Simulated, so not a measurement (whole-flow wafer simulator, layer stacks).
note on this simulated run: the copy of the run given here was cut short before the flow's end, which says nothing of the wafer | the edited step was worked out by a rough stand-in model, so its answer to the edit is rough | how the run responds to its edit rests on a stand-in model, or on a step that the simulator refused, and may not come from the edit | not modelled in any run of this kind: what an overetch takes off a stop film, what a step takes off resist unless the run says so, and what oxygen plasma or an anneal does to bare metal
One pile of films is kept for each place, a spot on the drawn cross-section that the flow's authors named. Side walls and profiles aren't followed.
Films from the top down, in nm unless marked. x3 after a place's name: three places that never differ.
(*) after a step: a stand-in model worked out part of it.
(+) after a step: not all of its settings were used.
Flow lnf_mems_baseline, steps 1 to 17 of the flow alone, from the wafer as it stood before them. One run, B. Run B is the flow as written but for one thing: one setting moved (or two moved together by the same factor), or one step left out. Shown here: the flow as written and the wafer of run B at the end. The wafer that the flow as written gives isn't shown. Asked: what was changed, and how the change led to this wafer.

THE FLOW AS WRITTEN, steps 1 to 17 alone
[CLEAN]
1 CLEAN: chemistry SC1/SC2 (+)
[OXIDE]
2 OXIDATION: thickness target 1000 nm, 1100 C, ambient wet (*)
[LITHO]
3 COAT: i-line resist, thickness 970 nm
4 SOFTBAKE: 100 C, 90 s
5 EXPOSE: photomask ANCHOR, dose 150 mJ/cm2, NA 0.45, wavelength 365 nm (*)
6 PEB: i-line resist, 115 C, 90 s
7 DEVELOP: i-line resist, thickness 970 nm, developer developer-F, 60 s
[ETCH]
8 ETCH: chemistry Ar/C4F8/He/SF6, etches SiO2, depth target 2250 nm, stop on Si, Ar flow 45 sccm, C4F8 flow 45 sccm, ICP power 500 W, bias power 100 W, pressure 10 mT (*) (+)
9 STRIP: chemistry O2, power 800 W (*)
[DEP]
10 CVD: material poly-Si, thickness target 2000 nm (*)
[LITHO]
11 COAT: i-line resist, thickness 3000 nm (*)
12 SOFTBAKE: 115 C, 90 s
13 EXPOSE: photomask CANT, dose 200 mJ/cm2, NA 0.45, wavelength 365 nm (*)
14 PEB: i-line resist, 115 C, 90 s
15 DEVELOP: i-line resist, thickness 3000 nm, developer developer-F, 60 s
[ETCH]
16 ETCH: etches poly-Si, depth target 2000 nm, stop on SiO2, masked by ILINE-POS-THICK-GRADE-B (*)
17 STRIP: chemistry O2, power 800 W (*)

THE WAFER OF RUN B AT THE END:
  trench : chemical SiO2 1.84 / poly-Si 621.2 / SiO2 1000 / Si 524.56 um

The cause: step 16, ETCH: depth target 1378 nm was run, where the flow has depth target 2000 nm.

How the change led to this, step by step:
  16 ETCH: etches poly-Si, depth target 2000 nm, stop on SiO2, masked by ILINE-POS-THICK-GRADE-B (*)
      trench, char_slit: poly-Si -1378 (as written it would be: poly-Si -2000 (all of it))
      field, anchor, beam: i-line resist -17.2 (as written it would be: i-line resist -25)
  17 STRIP: chemistry O2, power 800 W (*)
      trench, char_slit: chemical SiO2 +1.84 (new film), poly-Si -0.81 (as written it would be: nothing)
